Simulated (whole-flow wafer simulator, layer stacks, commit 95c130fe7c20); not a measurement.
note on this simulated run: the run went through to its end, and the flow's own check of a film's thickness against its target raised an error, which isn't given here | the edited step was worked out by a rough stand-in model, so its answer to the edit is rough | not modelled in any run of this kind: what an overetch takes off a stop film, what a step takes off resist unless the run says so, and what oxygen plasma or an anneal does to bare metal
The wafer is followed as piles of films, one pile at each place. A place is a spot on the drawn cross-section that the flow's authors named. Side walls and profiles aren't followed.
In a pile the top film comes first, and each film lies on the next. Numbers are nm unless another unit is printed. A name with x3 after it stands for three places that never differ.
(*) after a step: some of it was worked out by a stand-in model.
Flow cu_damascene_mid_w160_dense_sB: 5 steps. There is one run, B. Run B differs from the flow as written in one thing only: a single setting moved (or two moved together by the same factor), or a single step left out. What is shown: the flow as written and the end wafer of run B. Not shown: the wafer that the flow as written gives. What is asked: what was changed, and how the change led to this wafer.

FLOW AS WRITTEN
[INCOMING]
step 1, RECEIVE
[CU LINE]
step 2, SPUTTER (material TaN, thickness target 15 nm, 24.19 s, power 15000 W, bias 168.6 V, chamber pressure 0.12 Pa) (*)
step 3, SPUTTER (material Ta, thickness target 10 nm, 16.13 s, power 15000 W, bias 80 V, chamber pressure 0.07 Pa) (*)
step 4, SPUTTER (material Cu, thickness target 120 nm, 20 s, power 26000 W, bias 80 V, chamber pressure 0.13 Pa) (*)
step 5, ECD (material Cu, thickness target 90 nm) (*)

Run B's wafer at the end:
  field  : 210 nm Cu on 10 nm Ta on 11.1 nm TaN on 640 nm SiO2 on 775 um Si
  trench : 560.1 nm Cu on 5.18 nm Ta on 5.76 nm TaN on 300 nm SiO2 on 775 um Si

Cause: step 2, SPUTTER: power 11070 W was run, whereas the flow has power 15000 W.

How this came from the change, step by step:
  step 2, SPUTTER (material TaN, thickness target 15 nm, 24.19 s, power 15000 W, bias 168.6 V, chamber pressure 0.12 Pa) (*)
      field: +11.1 TaN (new film) (in the flow as written it would be: +15 TaN (new film))
      trench: +5.76 TaN (new film) (in the flow as written it would be: +7.82 TaN (new film))
